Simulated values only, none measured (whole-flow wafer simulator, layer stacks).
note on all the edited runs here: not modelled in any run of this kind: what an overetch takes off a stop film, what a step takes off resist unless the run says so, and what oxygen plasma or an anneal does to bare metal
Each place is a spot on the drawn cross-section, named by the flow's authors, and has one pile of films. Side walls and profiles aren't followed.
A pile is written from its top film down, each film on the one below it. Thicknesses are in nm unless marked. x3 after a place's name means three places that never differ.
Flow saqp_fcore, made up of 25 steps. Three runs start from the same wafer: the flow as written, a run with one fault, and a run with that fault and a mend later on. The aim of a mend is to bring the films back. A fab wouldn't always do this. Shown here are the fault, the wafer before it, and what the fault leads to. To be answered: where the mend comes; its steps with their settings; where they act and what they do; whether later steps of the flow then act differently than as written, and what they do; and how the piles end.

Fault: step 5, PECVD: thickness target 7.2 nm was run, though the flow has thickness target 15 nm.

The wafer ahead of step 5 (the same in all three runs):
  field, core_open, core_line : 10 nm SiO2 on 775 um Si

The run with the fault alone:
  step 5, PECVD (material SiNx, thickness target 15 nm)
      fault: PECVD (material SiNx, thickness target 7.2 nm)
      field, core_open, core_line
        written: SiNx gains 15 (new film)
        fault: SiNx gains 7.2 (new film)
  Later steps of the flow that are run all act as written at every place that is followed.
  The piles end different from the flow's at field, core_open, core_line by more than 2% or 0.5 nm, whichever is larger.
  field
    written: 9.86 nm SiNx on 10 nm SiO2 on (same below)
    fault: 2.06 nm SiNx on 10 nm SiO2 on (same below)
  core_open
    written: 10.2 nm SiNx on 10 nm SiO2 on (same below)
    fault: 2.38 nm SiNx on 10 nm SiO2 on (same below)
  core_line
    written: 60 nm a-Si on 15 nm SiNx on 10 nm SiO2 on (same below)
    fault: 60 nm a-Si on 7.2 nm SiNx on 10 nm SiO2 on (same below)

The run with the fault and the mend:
  After step 5 comes the mend.
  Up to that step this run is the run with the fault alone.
  step 5a, ETCH (chemistry h3po4, depth target 8.28 nm)
      field, core_open, core_line
        SiNx loses 7.2 (all of it)
  step 5b, PECVD (material SiNx, thickness target 15 nm) (a further turn of the flow's step 5)
      field, core_open, core_line
        SiNx gains 15 (new film)
  Later steps of the flow that are run all act as written at every place that is followed.
  At every place that both follow, the piles at the end match the flow's.
